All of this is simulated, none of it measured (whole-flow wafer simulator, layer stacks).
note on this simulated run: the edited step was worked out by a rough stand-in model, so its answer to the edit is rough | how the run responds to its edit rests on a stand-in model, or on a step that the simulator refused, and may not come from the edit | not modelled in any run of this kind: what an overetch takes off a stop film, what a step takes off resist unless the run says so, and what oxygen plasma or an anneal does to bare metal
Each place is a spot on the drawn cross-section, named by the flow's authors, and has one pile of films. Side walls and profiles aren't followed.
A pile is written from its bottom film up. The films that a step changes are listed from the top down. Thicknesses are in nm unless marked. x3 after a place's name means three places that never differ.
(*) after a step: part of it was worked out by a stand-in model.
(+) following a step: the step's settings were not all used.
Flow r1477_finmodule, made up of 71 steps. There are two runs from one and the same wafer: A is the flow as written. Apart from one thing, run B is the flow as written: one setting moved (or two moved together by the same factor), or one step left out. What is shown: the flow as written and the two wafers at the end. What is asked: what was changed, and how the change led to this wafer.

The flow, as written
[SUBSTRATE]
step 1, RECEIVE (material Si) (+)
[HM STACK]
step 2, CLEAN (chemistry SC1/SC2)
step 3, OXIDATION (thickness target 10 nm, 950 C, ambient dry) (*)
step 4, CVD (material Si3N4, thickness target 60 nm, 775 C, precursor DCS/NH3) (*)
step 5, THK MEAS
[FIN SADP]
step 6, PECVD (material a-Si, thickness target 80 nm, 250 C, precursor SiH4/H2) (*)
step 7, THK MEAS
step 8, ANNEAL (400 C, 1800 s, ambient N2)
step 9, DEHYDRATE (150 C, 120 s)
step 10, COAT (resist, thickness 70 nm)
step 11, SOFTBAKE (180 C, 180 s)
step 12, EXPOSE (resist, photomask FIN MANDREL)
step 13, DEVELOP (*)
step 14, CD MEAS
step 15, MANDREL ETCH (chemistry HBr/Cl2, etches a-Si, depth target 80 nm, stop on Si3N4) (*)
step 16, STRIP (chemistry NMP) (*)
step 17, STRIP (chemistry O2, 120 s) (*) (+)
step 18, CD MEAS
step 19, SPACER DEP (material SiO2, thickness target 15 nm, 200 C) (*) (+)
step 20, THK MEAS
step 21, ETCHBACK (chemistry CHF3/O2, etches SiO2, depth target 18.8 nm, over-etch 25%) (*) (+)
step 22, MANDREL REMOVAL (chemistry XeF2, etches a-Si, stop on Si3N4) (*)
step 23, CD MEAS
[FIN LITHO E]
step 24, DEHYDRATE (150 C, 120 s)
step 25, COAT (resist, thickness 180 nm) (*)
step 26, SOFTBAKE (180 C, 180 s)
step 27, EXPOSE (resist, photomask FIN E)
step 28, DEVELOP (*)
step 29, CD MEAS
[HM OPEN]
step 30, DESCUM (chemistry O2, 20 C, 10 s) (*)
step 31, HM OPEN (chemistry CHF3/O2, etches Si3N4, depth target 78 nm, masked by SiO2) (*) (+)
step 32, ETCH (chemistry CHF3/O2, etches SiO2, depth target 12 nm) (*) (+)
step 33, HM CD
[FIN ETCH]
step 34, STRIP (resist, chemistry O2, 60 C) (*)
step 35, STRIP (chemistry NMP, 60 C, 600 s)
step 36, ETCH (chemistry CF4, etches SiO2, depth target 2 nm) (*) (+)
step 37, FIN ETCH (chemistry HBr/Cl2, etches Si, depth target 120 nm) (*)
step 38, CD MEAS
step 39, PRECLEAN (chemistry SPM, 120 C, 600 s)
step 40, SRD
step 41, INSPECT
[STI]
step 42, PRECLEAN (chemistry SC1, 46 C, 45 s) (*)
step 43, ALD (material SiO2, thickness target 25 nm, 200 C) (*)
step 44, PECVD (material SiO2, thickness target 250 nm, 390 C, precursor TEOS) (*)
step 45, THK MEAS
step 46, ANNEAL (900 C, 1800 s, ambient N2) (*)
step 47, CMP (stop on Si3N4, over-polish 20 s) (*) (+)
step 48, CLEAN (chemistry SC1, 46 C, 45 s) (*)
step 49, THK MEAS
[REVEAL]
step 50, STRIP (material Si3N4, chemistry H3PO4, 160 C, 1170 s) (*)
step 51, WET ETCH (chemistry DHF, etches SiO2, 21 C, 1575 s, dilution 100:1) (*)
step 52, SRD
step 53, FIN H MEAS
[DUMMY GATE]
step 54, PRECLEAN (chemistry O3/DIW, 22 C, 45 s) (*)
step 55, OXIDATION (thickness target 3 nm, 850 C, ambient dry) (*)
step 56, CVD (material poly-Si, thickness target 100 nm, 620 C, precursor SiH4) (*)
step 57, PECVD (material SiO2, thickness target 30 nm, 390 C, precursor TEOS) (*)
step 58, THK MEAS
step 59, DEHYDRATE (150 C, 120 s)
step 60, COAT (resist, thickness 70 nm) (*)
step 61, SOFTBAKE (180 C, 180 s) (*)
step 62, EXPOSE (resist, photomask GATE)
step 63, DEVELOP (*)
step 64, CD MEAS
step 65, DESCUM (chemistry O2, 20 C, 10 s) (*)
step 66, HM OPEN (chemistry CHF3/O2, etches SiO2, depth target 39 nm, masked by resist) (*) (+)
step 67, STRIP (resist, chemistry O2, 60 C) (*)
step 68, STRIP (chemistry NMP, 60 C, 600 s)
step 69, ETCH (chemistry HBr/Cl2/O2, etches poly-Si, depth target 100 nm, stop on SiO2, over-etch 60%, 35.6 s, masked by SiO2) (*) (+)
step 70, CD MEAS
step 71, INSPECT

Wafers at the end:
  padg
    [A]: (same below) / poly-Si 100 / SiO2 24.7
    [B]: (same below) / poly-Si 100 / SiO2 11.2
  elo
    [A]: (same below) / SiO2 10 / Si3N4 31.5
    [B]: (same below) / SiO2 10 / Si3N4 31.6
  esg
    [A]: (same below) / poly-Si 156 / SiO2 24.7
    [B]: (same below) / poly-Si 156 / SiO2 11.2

What caused this: step 57, PECVD: thickness target 16.5 nm was run, whereas the flow has thickness target 30 nm.

The path from the change to this, step by step:
  step 57, PECVD (material SiO2, thickness target 30 nm, 390 C, precursor TEOS) (*)
      pad, padg, elg and 33 more: A +30 SiO2 (new film) | B +16.5 SiO2 (new film)
  step 66, HM OPEN (chemistry CHF3/O2, etches SiO2, depth target 39 nm, masked by resist) (*) (+)
      pad, elo, eso and 15 more: A -30 SiO2 (all of it), -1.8 poly-Si | B -16.5 SiO2 (all of it), -1.65 poly-Si
      padg, elg, esg and 15 more: A -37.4 resist | B -23.7 resist
  step 67, STRIP (resist, chemistry O2, 60 C) (*)
      padg, elg, esg: A -15.9 resist (all of it) | B -29.5 resist (all of it)
      e40lg, e100lg, e200lg: A -12.8 resist (all of it) | B -26.4 resist (all of it)
      (also at 12 further places)
